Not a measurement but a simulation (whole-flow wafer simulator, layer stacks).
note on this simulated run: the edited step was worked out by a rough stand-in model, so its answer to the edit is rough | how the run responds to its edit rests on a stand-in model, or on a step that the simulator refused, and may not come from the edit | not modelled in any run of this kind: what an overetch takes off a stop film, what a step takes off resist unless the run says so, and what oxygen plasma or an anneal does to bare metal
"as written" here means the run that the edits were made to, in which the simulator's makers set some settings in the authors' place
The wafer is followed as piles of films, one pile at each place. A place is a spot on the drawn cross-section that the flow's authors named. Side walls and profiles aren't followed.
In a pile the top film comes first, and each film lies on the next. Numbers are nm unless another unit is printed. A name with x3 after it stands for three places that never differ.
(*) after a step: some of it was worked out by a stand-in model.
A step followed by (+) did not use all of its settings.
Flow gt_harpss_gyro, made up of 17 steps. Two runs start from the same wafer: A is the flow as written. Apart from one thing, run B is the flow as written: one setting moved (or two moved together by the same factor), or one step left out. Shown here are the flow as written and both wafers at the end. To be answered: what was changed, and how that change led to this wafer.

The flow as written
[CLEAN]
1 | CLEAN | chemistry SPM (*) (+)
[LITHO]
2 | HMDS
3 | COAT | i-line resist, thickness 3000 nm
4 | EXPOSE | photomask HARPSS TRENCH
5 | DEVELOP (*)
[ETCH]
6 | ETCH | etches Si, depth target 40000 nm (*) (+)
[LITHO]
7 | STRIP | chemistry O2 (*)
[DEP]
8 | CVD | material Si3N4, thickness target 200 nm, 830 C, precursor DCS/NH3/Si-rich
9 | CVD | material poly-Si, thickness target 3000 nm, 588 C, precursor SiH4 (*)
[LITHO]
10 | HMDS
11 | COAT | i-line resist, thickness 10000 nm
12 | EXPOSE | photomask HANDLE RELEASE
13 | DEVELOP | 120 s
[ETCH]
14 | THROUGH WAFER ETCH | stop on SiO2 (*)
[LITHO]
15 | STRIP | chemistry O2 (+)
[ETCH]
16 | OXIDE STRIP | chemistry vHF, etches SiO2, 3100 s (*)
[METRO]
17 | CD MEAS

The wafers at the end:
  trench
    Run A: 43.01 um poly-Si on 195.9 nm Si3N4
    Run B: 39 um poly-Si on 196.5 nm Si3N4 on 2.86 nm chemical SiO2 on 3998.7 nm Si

Cause: step 6, ETCH: depth target 36000 nm was run, whereas the flow has depth target 40000 nm.

Step by step, how the change led to this:
  6 | ETCH | etches Si, depth target 40000 nm (*) (+)
      trench: A -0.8 chemical SiO2 (all of it), -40 um Si (all of it) | B -0.8 chemical SiO2 (all of it), -36 um Si
      field: A -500 i-line resist | B -450 i-line resist
  7 | STRIP | chemistry O2 (*)
      trench: A nothing | B +2.86 chemical SiO2 (new film), -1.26 Si
  9 | CVD | material poly-Si, thickness target 3000 nm, 588 C, precursor SiH4 (*)
      trench: A +43.01 um poly-Si (new film) | B +39 um poly-Si (new film)
